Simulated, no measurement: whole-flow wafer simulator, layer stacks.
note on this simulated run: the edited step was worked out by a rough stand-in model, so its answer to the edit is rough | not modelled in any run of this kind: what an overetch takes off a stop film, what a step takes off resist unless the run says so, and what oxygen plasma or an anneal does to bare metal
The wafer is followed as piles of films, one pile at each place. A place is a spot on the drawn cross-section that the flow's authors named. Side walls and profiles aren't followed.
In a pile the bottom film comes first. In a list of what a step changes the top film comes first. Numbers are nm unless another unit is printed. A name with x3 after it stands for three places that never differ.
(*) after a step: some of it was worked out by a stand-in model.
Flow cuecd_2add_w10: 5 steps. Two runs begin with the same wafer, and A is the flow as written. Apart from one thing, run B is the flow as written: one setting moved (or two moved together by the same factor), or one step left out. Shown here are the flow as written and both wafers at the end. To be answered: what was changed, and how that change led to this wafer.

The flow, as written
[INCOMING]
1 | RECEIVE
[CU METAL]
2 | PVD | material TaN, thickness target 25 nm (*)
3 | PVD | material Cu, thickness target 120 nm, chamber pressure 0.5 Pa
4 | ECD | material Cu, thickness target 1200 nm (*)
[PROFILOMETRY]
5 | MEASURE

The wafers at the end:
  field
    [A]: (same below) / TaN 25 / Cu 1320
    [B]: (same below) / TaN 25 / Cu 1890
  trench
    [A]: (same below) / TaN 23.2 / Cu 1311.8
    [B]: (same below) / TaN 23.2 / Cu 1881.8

Cause: step 4, ECD: thickness target 1770 nm was run, while the flow as written has thickness target 1200 nm.

The path from the change to this, step by step:
  4 | ECD | material Cu, thickness target 1200 nm (*)
      field, trench: A Cu gains 1200 | B Cu gains 1770
